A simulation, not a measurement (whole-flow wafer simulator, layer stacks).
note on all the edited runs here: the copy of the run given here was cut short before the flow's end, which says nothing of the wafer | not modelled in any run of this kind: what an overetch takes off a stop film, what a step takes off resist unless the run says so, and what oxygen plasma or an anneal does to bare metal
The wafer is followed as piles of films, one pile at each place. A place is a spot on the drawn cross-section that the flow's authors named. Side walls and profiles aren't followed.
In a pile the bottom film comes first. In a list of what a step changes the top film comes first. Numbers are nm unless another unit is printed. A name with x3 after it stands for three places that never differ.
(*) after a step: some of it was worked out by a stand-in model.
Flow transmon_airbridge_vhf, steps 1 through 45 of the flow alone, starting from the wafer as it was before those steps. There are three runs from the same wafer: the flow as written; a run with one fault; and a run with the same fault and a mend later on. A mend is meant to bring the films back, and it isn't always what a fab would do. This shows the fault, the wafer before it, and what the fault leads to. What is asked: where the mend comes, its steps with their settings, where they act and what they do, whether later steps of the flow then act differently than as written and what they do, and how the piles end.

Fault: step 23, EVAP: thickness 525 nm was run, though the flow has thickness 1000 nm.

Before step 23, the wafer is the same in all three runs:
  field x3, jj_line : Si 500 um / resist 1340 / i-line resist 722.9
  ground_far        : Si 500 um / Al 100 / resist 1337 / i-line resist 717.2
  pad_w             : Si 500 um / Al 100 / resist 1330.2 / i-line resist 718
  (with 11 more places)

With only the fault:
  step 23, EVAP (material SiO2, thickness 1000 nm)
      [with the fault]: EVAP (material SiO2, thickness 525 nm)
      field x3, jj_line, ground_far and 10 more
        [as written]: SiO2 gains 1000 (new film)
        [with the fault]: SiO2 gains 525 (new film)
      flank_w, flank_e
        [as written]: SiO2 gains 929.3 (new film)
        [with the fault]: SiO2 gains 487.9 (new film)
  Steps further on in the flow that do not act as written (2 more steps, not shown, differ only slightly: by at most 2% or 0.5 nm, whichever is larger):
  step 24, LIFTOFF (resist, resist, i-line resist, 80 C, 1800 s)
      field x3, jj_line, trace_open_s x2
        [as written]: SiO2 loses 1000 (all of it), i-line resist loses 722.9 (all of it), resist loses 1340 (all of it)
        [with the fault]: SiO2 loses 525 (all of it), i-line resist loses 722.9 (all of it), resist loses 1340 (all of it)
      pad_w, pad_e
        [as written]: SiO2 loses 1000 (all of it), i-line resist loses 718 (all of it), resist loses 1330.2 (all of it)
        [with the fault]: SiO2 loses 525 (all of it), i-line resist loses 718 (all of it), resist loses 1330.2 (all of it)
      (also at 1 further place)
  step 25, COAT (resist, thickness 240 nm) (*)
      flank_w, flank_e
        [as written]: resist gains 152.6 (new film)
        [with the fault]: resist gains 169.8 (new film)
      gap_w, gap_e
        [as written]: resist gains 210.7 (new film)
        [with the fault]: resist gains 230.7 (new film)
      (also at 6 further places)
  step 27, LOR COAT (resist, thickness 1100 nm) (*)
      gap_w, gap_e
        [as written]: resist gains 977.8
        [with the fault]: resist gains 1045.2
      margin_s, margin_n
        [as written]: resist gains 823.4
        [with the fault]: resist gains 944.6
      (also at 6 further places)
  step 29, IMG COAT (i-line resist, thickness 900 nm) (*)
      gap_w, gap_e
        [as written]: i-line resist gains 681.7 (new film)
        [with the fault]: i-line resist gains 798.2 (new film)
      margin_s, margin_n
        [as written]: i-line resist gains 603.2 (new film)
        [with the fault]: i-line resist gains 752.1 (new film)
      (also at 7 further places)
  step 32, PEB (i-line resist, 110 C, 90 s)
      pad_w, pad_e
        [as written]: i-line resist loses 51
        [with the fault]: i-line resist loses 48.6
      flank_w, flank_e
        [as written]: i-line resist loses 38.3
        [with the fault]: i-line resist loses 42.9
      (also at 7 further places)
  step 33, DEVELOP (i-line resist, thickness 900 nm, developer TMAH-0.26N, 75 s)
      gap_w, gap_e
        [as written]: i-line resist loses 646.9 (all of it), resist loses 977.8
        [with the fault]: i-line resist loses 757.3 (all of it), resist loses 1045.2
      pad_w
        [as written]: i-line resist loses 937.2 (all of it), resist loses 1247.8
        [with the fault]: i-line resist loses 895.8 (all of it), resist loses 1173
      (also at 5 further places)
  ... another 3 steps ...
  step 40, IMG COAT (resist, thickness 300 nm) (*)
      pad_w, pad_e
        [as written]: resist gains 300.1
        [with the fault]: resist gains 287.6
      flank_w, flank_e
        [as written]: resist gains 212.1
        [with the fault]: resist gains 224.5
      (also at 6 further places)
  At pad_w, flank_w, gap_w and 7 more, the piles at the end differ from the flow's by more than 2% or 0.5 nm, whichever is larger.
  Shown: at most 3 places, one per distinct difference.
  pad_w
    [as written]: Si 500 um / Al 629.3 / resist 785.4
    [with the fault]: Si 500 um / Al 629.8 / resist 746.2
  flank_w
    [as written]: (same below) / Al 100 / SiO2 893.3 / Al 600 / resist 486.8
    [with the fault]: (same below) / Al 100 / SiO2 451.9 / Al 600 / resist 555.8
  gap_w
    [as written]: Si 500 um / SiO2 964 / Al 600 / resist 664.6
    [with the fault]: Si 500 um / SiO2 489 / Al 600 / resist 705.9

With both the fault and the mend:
  The mend stands after step 23.
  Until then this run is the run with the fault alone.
  step 23a, EVAP (material SiO2, thickness 475 nm) (the flow's step 23 again, with other settings)
      field x3, jj_line, ground_far and 10 more
        SiO2 gains 475
      flank_w, flank_e
        SiO2 gains 442
  Later steps of the flow that are run all act as written at every place that is followed, up to a difference of at most 2% or 0.5 nm, whichever is larger.
  The piles end only slightly different from the flow's at the places that both follow, by no more than 2% or 0.5 nm, whichever is larger.
